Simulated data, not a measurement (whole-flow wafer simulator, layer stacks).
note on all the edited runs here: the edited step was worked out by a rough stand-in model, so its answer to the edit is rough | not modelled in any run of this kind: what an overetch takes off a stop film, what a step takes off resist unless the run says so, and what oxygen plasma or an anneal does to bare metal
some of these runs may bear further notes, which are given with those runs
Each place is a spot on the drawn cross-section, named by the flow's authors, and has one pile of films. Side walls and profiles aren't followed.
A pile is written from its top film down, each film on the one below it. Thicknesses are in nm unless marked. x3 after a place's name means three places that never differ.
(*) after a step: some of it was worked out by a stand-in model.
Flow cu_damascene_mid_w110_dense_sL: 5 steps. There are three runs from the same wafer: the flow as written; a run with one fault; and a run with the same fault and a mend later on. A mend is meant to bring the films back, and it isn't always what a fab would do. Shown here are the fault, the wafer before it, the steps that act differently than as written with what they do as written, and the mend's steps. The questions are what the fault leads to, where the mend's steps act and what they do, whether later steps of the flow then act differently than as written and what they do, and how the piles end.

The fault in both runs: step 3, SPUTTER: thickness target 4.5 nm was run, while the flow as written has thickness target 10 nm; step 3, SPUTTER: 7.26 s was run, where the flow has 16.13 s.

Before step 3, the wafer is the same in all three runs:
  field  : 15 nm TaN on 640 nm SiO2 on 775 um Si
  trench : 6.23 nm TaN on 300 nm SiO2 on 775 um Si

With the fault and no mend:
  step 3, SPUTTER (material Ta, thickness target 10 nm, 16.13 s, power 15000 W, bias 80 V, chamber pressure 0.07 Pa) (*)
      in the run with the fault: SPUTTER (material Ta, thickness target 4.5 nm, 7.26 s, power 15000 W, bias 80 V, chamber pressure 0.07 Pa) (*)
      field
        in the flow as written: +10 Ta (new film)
        in the run with the fault: +4.5 Ta (new film)
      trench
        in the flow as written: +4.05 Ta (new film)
        in the run with the fault: +1.82 Ta (new film)
  None of the later steps of the flow differs from how it acts as written, at any place that is followed, by more than 2% or 0.5 nm, whichever is larger.
  The piles end different from the flow's at field, trench by more than 2% or 0.5 nm, whichever is larger.
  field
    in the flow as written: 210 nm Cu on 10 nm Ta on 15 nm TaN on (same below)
    in the run with the fault: 210 nm Cu on 4.5 nm Ta on 15 nm TaN on (same below)
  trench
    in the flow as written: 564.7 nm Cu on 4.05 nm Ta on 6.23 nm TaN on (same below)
    in the run with the fault: 561.4 nm Cu on 1.82 nm Ta on 6.23 nm TaN on (same below)

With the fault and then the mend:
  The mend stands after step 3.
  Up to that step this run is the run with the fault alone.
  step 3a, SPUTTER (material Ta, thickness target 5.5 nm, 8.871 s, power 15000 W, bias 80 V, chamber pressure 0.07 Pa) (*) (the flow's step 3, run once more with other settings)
      field
        +5.5 Ta
      trench
        +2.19 Ta
  None of the later steps of the flow acts differently than as written at any place that is followed.
  When the end is reached, the piles differ only a little from the flow's at the places that both follow, at most by 2% or 0.5 nm, whichever is larger.
